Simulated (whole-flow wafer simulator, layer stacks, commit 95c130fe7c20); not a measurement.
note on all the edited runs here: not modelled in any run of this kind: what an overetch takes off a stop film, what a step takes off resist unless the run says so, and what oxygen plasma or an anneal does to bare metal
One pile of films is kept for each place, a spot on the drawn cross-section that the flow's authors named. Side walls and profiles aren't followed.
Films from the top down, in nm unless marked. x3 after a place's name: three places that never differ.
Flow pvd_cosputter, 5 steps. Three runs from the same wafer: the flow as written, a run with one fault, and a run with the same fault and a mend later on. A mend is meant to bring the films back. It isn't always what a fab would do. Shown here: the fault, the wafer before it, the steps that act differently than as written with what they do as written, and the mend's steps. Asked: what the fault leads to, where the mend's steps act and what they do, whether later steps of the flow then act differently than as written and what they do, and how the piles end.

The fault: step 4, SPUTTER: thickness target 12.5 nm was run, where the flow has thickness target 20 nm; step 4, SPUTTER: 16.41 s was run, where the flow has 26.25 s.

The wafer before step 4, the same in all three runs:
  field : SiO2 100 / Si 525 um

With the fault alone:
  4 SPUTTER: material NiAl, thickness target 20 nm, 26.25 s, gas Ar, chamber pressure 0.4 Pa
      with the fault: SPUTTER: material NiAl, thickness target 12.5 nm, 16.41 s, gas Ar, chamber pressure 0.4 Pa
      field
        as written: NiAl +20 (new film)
        with the fault: NiAl +12.5 (new film)
  No later step of the flow acts differently than as written at any place that is followed.
  At the end the piles differ from the flow's by more than 2% or 0.5 nm, whichever is larger, at field.
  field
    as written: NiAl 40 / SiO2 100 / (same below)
    with the fault: NiAl 32.5 / SiO2 100 / (same below)

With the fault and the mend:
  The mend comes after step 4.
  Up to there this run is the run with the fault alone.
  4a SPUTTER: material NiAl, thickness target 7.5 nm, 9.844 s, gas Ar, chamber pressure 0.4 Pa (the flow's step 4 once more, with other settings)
      field
        NiAl +7.5
  No later step of the flow acts differently than as written at any place that is followed.
  At the end the piles are the same as the flow's at every place that both follow.
